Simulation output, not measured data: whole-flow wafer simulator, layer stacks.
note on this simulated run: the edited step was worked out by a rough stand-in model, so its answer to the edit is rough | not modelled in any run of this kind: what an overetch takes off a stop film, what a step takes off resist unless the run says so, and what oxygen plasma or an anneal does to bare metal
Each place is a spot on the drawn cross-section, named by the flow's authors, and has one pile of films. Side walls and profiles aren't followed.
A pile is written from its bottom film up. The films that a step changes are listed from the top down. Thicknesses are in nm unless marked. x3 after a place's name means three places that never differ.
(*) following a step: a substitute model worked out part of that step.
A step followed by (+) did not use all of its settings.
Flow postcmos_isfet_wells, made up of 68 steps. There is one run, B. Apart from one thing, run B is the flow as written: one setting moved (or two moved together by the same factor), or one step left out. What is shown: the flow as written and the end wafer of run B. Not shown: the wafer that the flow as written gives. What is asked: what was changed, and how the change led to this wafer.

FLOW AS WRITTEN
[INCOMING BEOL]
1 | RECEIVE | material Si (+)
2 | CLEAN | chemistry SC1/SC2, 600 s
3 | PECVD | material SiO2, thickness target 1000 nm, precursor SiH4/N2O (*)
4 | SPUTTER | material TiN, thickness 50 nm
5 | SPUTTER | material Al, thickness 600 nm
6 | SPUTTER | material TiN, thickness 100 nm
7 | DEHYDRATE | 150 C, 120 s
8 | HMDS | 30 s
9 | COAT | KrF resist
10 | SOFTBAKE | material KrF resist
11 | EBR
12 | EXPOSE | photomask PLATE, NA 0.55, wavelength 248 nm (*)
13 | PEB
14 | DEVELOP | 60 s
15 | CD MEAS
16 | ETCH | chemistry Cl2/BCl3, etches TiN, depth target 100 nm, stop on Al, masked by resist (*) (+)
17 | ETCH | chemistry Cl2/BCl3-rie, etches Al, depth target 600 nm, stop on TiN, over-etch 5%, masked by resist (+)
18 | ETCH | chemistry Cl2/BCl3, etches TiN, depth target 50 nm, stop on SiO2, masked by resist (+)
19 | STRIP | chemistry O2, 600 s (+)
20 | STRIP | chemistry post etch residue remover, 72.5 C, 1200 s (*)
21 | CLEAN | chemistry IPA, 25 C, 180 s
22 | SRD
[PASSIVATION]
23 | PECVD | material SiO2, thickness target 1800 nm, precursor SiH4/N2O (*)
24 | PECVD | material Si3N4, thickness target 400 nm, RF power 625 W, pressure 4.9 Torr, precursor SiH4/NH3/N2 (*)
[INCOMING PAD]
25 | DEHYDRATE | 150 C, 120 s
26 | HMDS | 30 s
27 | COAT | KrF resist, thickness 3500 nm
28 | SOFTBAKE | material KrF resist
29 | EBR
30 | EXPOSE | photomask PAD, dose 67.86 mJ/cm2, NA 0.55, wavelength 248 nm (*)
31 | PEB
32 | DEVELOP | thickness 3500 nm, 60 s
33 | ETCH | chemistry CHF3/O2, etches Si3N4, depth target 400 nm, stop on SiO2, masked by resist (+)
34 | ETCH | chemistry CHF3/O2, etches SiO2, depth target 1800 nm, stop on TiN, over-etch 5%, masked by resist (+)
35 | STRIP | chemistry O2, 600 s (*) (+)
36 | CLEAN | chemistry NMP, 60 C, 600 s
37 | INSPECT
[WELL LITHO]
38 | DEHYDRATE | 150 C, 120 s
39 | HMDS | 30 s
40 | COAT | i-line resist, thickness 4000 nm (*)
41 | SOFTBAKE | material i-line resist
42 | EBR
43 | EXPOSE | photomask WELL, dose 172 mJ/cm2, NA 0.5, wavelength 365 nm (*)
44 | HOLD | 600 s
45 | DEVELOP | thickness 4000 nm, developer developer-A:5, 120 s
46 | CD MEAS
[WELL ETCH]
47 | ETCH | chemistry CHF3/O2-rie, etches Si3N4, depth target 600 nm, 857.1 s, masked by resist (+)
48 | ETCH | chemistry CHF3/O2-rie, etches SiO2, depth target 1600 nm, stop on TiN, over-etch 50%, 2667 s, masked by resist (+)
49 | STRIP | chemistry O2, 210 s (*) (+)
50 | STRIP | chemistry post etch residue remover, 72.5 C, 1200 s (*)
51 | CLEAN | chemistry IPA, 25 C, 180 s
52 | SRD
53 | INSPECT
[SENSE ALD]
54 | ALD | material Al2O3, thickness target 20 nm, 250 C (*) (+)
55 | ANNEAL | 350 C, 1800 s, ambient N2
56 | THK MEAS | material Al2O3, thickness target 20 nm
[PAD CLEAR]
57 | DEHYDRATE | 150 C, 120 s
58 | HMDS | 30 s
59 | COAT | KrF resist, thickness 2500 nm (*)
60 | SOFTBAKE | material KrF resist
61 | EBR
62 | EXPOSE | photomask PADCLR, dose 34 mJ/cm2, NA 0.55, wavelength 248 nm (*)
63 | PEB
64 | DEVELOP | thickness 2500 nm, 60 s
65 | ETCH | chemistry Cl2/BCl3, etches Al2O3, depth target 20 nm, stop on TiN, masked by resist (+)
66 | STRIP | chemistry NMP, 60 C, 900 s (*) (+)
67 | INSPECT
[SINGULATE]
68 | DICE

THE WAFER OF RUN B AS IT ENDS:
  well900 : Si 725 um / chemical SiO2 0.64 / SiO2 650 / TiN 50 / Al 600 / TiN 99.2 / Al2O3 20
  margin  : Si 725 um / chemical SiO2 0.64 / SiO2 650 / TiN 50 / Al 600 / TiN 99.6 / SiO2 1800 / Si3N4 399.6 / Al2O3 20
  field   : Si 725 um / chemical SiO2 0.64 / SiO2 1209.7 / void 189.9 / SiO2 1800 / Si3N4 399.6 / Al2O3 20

The reason: step 3, PECVD: thickness target 650 nm was run, while the flow as written has thickness target 1000 nm.
The wafer itself shows it: well900 has SiO2 650, and step 3 as written asks for 1000 nm.

How this came from the change, step by step:
  3 | PECVD | material SiO2, thickness target 1000 nm, precursor SiH4/N2O (*)
      field, margin, well900, well1300 x3, pad_rim, pad_clr, pad_open: +650 SiO2 (new film) (as written it would have been: +1000 SiO2 (new film))
